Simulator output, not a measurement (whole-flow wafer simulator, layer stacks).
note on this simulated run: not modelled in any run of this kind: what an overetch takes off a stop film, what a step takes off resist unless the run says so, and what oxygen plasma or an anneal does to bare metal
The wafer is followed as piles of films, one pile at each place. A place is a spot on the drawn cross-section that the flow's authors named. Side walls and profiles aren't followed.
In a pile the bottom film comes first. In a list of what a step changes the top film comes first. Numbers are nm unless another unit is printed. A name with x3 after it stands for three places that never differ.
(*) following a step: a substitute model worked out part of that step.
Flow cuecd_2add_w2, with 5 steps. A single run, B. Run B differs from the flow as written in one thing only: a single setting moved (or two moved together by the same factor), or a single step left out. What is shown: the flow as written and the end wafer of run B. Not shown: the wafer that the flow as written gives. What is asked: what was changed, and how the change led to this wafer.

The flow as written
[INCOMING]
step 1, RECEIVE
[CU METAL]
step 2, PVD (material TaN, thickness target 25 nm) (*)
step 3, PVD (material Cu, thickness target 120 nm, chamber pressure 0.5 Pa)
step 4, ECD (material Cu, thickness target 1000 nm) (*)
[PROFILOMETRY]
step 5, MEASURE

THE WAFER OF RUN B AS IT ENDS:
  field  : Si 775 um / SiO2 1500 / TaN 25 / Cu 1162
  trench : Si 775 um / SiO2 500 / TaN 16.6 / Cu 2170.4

Cause: step 3, PVD: thickness target 162 nm was run, whereas the flow has thickness target 120 nm.

Step by step, how the change led to this:
  step 3, PVD (material Cu, thickness target 120 nm, chamber pressure 0.5 Pa)
      field: +162 Cu (new film) (as written it would have been: +120 Cu (new film))
      trench: +108.8 Cu (new film) (as written it would have been: +80.8 Cu (new film))
